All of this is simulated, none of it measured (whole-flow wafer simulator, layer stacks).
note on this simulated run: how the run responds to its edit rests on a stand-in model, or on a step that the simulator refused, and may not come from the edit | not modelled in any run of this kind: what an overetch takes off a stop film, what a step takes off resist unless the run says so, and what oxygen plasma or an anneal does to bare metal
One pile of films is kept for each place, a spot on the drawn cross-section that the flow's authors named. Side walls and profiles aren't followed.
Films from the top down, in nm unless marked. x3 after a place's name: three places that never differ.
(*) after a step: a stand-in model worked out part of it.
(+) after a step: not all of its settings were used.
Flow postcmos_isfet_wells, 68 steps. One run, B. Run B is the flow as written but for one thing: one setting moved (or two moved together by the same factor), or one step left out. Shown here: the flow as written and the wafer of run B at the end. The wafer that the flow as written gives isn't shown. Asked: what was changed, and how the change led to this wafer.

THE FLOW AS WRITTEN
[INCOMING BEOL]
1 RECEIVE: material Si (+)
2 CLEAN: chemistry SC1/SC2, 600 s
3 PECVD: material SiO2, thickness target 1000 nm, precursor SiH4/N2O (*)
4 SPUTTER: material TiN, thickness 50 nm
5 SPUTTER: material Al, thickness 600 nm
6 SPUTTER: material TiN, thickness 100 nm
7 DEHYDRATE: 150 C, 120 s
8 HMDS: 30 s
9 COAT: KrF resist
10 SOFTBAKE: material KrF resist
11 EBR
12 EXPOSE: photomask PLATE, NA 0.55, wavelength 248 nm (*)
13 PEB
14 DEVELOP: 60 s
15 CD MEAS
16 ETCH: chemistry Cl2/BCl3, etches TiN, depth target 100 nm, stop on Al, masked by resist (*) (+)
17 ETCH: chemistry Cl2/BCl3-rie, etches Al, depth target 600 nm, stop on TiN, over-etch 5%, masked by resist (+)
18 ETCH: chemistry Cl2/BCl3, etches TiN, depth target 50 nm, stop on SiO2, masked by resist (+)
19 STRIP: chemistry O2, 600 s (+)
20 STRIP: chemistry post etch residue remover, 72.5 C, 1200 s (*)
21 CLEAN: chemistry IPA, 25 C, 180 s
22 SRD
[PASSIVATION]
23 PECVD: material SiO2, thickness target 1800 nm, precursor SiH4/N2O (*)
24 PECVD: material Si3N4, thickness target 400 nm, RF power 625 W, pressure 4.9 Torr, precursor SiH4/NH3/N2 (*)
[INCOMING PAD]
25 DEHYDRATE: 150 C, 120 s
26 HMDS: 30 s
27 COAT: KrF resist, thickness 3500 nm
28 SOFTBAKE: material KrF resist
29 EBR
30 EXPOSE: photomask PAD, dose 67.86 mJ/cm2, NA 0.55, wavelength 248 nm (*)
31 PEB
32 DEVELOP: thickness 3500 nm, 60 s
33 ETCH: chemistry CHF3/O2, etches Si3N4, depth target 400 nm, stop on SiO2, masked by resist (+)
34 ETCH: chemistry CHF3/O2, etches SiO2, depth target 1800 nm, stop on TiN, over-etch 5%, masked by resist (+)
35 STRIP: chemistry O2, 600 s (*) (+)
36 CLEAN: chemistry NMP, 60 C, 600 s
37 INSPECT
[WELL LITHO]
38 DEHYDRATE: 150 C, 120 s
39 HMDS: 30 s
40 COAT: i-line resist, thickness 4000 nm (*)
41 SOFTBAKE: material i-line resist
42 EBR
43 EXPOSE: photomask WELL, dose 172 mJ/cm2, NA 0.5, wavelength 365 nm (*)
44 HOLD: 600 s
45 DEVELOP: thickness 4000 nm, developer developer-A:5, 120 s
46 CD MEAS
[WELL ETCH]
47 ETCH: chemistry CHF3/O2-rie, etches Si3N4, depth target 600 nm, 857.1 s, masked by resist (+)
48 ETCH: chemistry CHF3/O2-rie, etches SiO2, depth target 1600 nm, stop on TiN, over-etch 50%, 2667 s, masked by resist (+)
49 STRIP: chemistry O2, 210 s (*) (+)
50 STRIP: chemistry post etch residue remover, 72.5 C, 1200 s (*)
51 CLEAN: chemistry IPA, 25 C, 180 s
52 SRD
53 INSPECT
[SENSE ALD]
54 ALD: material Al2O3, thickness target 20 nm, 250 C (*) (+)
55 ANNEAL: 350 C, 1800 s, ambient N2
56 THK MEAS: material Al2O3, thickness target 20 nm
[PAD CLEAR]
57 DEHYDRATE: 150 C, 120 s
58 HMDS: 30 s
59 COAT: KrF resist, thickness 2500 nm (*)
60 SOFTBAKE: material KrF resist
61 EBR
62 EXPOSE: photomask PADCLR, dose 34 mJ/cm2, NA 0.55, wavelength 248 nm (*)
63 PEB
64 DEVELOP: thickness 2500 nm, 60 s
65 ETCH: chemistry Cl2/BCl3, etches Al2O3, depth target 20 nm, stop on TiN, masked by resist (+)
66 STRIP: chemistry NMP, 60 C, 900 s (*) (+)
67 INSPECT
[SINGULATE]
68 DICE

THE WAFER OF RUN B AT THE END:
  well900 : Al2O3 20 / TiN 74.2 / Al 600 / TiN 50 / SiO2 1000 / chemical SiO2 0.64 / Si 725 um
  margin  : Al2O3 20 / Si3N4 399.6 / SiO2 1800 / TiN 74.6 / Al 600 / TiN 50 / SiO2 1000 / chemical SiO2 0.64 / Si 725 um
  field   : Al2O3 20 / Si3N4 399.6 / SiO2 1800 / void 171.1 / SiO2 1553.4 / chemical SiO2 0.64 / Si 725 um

The cause: step 6, SPUTTER: thickness 75 nm was run, where the flow has thickness 100 nm.

How the change led to this, step by step:
  6 SPUTTER: material TiN, thickness 100 nm
      field, margin, well900, well1300 x3, pad_rim, pad_clr, pad_open: TiN +75 (new film) (as written it would be: TiN +100 (new film))
  16 ETCH: chemistry Cl2/BCl3, etches TiN, depth target 100 nm, stop on Al, masked by resist (*) (+)
      field: TiN -75 (all of it) (as written it would be: TiN -100 (all of it))
  23 PECVD: material SiO2, thickness target 1800 nm, precursor SiH4/N2O (*)
      field: SiO2 +1800 (new film), void +171.1 (new film), SiO2 +553.4 (as written it would be: SiO2 +1800 (new film), void +189.9 (new film), SiO2 +559.7)
